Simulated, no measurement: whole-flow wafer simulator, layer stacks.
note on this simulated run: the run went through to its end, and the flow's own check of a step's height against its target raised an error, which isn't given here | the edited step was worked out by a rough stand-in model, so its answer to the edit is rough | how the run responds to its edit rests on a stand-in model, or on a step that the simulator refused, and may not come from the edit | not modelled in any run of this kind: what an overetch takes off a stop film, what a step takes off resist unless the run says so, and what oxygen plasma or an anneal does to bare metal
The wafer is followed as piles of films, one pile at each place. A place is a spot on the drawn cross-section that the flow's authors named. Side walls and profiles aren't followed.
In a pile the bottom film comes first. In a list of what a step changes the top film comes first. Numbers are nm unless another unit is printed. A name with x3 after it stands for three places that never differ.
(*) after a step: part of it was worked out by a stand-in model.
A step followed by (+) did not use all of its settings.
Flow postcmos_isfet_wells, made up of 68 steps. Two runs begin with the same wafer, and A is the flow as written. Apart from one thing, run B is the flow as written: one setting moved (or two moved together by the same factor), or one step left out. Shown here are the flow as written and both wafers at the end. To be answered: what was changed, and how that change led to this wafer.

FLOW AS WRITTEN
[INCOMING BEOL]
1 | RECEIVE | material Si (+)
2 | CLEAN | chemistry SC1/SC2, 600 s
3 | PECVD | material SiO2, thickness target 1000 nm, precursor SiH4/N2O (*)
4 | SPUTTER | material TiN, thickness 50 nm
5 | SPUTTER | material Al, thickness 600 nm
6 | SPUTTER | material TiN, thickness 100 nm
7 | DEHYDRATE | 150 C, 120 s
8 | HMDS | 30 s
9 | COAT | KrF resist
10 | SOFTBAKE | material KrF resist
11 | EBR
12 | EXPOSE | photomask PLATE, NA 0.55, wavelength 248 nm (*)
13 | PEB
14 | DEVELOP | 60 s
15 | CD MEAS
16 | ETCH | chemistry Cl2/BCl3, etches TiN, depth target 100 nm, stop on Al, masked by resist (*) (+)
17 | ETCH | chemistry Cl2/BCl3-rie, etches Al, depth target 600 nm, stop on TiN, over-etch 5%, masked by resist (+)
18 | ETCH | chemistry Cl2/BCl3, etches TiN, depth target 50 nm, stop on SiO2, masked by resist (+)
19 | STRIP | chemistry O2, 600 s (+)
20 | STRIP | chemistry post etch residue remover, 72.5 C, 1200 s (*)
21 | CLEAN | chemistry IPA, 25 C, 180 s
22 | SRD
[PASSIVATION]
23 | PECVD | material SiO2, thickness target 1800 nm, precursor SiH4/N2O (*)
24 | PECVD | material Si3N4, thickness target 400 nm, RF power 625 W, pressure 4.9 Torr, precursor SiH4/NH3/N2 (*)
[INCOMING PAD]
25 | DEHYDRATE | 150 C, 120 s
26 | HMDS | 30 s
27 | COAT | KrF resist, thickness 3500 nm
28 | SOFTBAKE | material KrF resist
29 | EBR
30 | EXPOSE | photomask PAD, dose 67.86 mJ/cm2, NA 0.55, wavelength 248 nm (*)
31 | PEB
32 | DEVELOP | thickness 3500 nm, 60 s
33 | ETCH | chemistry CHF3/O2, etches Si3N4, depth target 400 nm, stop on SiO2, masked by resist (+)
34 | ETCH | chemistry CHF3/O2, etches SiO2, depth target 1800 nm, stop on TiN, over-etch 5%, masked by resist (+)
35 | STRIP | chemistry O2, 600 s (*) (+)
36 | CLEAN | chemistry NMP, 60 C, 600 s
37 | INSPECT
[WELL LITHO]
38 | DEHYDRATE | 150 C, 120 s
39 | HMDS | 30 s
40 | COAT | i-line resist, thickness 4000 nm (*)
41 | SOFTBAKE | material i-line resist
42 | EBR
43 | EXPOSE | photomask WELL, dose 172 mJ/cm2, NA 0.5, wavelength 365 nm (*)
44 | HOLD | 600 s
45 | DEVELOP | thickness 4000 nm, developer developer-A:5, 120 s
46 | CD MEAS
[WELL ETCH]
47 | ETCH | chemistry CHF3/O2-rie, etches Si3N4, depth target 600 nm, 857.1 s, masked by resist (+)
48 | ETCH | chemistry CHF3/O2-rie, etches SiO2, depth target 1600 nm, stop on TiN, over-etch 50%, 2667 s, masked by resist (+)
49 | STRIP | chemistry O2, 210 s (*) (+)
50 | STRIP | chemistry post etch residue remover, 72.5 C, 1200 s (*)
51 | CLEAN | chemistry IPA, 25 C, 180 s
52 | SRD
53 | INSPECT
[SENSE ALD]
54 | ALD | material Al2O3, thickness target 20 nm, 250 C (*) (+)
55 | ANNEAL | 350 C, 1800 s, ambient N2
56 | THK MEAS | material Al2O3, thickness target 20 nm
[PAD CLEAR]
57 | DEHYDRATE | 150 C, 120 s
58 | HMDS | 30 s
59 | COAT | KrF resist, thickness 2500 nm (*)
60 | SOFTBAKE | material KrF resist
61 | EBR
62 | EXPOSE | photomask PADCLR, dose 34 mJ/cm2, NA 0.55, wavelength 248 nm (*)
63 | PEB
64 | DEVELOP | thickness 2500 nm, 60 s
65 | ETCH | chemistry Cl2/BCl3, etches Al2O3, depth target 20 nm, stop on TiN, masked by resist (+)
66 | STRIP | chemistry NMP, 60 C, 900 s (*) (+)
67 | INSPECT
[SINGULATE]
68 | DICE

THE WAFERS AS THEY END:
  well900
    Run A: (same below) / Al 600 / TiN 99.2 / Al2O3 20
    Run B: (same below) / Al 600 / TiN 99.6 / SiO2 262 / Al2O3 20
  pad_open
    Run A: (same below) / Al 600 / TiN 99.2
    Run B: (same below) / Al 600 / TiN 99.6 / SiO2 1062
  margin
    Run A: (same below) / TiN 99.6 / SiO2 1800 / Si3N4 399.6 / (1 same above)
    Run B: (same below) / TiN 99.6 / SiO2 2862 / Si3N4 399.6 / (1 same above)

What caused this: step 23, PECVD: thickness target 2862 nm was run, though the flow has thickness target 1800 nm.
The wafer itself shows it: margin has SiO2 2862, and step 23 as written asks for 1800 nm.

The path from the change to this, step by step:
  23 | PECVD | material SiO2, thickness target 1800 nm, precursor SiH4/N2O (*)
      margin, well900, well1300 x3, pad_rim, pad_clr, pad_open: A SiO2 gains 1800 (new film) | B SiO2 gains 2862 (new film)
      field: A SiO2 gains 1800 (new film), void gains 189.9 (new film), SiO2 gains 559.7 | B SiO2 gains 2862 (new film), void gains 189.7 (new film), SiO2 gains 559.8
  34 | ETCH | chemistry CHF3/O2, etches SiO2, depth target 1800 nm, stop on TiN, over-etch 5%, masked by resist (+)
      pad_open: A SiO2 loses 1800 (all of it) | B SiO2 loses 1800
  48 | ETCH | chemistry CHF3/O2-rie, etches SiO2, depth target 1600 nm, stop on TiN, over-etch 50%, 2667 s, masked by resist (+)
      well900, well1300 x3: A SiO2 loses 1600 (all of it) | B SiO2 loses 2400
  59 | COAT | KrF resist, thickness 2500 nm (*)
      field: A KrF resist gains 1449 (new film) | B KrF resist gains 1067 (new film)
      margin: A KrF resist gains 1448.9 (new film) | B KrF resist gains 1066.9 (new film)
  63 | PEB
      field, margin: A KrF resist loses 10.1 | B KrF resist loses 7.38
  66 | STRIP | chemistry NMP, 60 C, 900 s (*) (+)
      field: A KrF resist loses 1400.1 (all of it) | B KrF resist loses 1020.9 (all of it)
      margin: A KrF resist loses 1400.1 (all of it) | B KrF resist loses 1020.8 (all of it)
